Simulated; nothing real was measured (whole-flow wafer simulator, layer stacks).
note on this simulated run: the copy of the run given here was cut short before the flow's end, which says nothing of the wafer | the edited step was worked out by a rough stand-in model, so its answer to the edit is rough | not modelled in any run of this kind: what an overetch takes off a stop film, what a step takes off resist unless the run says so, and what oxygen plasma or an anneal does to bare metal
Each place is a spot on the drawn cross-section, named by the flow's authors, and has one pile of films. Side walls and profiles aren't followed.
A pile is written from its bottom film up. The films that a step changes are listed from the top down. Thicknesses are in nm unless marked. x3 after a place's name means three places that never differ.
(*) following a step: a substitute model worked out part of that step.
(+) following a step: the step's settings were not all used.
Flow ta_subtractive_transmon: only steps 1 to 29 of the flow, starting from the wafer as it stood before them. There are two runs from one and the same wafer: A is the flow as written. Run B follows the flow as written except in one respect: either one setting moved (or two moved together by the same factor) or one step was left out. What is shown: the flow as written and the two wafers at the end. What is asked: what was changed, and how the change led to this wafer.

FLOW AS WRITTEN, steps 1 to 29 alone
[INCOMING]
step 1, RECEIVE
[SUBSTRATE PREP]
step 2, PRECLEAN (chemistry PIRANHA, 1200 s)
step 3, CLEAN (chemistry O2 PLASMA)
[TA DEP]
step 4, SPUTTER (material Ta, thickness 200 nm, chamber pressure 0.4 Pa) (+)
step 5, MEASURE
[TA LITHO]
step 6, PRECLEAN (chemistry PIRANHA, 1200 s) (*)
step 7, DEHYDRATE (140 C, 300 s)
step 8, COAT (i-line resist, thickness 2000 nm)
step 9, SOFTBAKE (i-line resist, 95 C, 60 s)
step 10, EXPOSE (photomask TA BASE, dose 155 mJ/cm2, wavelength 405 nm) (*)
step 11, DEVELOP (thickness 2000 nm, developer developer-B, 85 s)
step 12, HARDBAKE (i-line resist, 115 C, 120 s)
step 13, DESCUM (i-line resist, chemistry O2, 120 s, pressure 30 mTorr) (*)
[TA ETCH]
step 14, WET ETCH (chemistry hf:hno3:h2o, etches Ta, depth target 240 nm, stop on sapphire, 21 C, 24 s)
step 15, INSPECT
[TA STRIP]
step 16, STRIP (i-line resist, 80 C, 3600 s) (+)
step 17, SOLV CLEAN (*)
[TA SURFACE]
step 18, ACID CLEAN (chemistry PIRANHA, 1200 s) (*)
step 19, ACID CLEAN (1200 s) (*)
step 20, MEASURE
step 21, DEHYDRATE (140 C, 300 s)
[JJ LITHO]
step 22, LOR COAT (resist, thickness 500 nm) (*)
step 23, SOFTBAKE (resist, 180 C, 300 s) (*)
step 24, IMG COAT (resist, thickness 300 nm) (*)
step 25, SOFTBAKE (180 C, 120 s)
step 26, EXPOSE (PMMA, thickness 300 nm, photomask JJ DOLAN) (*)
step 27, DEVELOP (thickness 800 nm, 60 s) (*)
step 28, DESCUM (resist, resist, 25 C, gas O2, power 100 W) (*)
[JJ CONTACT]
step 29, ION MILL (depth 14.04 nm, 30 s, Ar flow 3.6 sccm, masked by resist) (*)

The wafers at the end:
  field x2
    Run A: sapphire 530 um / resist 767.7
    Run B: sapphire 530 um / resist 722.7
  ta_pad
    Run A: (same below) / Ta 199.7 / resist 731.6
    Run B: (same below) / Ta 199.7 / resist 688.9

The reason: step 24, IMG COAT: thickness 255 nm was run, whereas the flow has thickness 300 nm.

The path from the change to this, step by step:
  step 24, IMG COAT (resist, thickness 300 nm) (*)
      field x2, jj_line: A resist gains 300 | B resist gains 255
      lead: A resist gains 312.6 | B resist gains 266.2
      (also at 2 further places)
  step 27, DEVELOP (thickness 800 nm, 60 s) (*)
      jj_line: A resist loses 800 (all of it) | B resist loses 755 (all of it)
      lead: A resist loses 867.4 (all of it) | B resist loses 821.1 (all of it)
      (also at 1 further place)
